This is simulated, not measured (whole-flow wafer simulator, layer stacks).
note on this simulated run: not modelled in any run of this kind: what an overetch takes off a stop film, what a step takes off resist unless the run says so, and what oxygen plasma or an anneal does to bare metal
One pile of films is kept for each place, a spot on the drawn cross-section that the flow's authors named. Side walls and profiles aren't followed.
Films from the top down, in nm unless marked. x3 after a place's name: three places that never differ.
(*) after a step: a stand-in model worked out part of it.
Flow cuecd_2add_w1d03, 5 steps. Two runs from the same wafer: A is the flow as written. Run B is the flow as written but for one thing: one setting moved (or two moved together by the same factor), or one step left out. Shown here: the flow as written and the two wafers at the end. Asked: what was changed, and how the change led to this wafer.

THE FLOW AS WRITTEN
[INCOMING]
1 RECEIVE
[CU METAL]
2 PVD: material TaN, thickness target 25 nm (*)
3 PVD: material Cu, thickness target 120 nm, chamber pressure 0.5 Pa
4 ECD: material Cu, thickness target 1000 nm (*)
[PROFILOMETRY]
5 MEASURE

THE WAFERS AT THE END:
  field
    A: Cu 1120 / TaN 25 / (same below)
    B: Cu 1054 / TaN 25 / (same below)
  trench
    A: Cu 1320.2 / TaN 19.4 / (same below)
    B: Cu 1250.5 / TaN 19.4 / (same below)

The cause: step 3, PVD: thickness target 54 nm was run, where the flow has thickness target 120 nm.

How the change led to this, step by step:
  3 PVD: material Cu, thickness target 120 nm, chamber pressure 0.5 Pa
      field: A Cu +120 (new film) | B Cu +54 (new film)
      trench: A Cu +93.4 (new film) | B Cu +42.1 (new film)
